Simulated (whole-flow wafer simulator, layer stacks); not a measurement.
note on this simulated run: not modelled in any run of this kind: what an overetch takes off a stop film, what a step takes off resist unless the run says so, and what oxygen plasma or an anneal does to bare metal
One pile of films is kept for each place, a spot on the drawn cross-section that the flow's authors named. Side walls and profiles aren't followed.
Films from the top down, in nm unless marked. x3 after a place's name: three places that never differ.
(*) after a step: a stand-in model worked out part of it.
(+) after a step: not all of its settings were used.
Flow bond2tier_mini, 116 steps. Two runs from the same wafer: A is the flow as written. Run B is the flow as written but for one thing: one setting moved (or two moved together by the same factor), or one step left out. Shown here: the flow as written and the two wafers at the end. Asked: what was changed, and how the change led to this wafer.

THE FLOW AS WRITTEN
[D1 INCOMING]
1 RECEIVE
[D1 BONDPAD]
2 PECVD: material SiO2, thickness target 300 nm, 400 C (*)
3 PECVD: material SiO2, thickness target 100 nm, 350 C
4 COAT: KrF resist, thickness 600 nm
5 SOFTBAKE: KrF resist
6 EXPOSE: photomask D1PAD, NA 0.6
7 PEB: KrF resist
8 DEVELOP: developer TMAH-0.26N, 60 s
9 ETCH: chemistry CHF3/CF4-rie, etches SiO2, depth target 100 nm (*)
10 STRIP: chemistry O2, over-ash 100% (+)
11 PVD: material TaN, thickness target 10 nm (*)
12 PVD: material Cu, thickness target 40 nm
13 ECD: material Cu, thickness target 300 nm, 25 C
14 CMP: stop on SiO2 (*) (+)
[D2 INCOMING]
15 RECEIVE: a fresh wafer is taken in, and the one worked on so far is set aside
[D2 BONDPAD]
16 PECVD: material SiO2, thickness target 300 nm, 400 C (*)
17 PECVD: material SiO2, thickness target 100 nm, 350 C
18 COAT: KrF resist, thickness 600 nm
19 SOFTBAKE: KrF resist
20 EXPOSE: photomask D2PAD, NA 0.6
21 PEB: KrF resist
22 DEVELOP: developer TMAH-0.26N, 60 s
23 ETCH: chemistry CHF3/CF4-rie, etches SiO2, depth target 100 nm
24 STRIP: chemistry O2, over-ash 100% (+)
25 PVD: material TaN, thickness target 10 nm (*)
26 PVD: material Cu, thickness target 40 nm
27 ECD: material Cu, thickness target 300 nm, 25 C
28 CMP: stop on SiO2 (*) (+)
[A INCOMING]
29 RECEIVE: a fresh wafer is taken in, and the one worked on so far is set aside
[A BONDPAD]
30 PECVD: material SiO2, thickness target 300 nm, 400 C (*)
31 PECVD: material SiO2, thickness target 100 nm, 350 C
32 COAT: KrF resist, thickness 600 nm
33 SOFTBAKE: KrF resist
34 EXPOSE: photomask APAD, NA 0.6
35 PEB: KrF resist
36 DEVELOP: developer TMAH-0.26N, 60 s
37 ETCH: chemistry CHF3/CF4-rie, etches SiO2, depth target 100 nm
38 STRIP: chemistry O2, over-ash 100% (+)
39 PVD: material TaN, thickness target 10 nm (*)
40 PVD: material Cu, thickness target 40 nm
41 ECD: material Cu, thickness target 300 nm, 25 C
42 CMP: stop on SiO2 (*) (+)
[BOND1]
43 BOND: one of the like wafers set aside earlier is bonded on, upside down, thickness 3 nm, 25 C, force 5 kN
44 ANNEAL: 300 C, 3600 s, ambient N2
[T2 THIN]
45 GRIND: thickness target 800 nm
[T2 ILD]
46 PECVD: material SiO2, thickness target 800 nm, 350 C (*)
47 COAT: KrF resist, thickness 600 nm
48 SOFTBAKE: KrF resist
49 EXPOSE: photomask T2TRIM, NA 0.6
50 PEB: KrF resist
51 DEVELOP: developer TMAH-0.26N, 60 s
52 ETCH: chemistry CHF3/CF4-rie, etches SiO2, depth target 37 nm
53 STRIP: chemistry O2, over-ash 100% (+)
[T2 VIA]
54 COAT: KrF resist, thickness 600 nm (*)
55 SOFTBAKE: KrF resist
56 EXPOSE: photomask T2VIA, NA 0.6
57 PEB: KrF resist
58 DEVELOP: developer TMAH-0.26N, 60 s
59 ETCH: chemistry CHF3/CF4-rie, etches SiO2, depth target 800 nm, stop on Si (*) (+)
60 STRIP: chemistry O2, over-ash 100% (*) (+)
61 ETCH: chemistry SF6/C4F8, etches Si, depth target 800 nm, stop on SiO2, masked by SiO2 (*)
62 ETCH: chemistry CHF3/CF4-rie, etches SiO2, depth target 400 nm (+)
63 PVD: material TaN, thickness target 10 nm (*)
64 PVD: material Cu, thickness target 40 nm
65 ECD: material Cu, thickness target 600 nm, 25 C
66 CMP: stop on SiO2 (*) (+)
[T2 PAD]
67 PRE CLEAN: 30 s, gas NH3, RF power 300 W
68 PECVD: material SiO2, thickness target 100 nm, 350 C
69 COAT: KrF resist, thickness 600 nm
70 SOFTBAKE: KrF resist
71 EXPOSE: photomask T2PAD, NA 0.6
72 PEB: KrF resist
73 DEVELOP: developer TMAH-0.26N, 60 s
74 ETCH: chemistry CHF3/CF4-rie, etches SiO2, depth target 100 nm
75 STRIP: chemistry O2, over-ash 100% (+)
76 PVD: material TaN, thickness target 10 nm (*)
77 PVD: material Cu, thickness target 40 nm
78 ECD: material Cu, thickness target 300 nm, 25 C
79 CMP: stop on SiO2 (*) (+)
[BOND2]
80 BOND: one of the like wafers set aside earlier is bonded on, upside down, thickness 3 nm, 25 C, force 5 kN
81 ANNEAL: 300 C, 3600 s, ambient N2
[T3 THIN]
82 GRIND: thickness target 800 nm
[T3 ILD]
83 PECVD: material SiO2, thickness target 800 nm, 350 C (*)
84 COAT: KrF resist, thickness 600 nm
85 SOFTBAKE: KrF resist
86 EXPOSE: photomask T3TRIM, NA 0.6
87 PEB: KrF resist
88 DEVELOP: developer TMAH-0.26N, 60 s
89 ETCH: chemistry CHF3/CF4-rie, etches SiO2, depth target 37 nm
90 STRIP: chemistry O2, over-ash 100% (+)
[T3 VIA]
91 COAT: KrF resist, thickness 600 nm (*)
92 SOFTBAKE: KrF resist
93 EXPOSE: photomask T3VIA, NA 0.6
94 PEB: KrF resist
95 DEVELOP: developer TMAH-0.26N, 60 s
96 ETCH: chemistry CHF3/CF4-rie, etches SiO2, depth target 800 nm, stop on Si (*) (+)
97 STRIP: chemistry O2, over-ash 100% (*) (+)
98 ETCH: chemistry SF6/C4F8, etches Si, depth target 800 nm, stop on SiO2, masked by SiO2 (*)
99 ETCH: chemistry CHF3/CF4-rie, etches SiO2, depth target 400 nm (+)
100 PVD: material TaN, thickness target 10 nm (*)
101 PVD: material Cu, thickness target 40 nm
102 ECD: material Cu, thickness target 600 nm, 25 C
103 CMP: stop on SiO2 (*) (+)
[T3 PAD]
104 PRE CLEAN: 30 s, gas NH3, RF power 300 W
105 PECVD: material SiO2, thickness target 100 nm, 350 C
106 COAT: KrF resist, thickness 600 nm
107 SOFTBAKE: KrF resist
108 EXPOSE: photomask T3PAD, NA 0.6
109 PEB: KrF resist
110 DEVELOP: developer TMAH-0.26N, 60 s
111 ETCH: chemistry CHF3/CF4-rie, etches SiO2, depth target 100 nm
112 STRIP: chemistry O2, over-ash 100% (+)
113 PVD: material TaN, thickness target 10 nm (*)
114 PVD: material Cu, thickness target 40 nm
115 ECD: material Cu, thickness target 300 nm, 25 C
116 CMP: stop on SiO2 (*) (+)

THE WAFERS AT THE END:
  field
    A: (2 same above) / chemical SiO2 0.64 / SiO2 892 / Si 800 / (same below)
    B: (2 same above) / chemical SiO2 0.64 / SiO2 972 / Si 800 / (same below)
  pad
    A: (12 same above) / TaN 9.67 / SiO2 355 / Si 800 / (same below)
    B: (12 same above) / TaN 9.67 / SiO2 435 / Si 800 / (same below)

The cause: step 62, ETCH: depth target 320 nm was run, where the flow has depth target 400 nm.

How the change led to this, step by step:
  62 ETCH: chemistry CHF3/CF4-rie, etches SiO2, depth target 400 nm (+)
      field, pad: A SiO2 -400 | B SiO2 -320
